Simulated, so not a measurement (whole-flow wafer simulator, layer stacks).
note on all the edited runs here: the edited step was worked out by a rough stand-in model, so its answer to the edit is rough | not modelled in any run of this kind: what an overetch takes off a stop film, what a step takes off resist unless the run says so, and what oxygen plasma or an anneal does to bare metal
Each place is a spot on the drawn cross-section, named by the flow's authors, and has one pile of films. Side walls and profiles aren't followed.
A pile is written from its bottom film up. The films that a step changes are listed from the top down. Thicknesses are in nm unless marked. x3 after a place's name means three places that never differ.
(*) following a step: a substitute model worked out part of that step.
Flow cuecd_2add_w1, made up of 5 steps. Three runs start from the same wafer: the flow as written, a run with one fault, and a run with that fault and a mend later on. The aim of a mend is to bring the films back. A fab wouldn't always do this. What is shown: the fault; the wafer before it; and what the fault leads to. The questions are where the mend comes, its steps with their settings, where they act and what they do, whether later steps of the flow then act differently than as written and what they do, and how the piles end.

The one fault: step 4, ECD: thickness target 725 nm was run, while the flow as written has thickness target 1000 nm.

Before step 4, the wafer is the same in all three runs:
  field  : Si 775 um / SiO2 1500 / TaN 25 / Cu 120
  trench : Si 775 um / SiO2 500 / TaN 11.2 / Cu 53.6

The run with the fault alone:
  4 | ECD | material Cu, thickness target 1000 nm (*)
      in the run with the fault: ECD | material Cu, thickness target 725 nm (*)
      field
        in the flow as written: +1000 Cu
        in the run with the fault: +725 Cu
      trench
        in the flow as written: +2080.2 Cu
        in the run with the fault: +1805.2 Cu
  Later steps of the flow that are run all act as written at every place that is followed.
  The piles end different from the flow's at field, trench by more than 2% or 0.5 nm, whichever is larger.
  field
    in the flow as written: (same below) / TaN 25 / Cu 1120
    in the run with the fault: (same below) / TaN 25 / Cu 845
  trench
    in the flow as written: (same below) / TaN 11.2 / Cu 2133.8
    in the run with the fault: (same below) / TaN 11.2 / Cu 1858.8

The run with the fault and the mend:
  The mend stands after step 5.
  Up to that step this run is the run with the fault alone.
  5a | ECD | material Cu, thickness target 275 nm (the flow's step 4, run once more with other settings)
      field, trench
        +275 Cu
  Later steps of the flow that are run all act as written at every place that is followed.
  The piles end the same as the flow's at every place that both follow.
